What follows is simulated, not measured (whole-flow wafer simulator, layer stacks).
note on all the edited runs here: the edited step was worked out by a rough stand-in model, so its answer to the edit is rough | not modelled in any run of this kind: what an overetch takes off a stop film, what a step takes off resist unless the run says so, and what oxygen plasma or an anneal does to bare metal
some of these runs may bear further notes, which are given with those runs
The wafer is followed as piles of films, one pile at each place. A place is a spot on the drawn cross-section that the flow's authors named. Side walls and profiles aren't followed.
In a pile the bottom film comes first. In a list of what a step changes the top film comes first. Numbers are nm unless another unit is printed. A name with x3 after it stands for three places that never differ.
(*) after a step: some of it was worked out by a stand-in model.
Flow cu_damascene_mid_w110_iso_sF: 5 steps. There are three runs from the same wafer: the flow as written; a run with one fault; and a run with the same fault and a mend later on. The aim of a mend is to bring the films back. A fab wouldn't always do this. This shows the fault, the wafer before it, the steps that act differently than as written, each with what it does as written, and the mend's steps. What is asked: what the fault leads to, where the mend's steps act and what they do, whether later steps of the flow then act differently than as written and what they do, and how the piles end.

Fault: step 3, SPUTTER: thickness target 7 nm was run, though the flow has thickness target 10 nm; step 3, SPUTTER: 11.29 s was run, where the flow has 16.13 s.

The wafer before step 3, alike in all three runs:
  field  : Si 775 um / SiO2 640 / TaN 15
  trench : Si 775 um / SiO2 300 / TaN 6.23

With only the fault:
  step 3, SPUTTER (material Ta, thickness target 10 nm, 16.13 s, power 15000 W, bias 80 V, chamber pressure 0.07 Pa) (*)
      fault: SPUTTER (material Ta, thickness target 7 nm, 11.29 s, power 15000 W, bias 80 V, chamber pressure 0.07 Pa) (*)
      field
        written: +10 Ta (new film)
        fault: +7 Ta (new film)
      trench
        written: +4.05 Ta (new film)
        fault: +2.83 Ta (new film)
  None of the later steps of the flow differs from how it acts as written, at any place that is followed, by more than 2% or 0.5 nm, whichever is larger.
  The piles end different from the flow's at field, trench by more than 2% or 0.5 nm, whichever is larger.
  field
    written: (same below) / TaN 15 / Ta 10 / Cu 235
    fault: (same below) / TaN 15 / Ta 7 / Cu 235
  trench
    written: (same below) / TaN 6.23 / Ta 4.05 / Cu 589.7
    fault: (same below) / TaN 6.23 / Ta 2.83 / Cu 587.9

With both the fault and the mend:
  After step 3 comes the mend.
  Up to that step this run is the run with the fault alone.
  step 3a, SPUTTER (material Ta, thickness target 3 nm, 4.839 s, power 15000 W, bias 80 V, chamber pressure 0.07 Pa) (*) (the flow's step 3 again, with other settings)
      field
        +3 Ta
      trench
        +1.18 Ta
  None of the later steps of the flow differs from how it acts as written, at any place that is followed, by more than 2% or 0.5 nm, whichever is larger.
  The piles end only slightly different from the flow's at the places that both follow, by no more than 2% or 0.5 nm, whichever is larger.
